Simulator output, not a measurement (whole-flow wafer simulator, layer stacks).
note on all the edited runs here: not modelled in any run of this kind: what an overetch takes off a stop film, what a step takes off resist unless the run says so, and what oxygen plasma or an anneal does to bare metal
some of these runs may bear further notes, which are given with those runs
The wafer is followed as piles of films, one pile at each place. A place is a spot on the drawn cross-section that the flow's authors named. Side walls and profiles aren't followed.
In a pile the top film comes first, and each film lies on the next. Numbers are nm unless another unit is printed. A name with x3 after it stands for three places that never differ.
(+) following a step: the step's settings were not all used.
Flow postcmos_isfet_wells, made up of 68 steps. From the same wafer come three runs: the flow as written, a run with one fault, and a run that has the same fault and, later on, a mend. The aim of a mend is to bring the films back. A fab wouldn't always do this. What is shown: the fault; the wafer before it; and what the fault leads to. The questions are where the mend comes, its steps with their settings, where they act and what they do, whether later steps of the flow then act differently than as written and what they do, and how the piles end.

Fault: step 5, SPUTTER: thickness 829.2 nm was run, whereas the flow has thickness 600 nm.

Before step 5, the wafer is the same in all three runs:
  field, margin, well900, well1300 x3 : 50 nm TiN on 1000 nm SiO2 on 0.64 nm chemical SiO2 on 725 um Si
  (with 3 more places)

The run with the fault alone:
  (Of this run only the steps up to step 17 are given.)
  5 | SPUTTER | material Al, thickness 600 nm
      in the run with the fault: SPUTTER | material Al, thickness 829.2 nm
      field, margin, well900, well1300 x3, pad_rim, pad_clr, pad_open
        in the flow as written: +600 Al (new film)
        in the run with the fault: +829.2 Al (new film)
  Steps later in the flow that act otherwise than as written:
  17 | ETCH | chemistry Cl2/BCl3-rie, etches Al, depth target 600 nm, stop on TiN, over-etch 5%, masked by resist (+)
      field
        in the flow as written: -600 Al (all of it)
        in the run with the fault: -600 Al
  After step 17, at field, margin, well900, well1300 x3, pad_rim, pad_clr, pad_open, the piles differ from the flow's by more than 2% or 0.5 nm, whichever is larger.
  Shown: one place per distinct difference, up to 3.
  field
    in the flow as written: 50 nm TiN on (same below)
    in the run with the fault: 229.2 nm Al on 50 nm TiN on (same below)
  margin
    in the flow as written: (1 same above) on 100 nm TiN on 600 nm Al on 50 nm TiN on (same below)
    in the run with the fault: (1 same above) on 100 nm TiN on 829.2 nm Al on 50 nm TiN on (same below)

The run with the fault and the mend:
  The mend stands after step 5.
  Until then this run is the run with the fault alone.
  5a | ETCH | chemistry al pan, depth target 229.2 nm
      field, margin, well900, well1300 x3, pad_rim, pad_clr, pad_open
        -229.2 Al
  Later steps of the flow that are run all act as written at every place that is followed.
  The piles end the same as the flow's at every place that both follow.
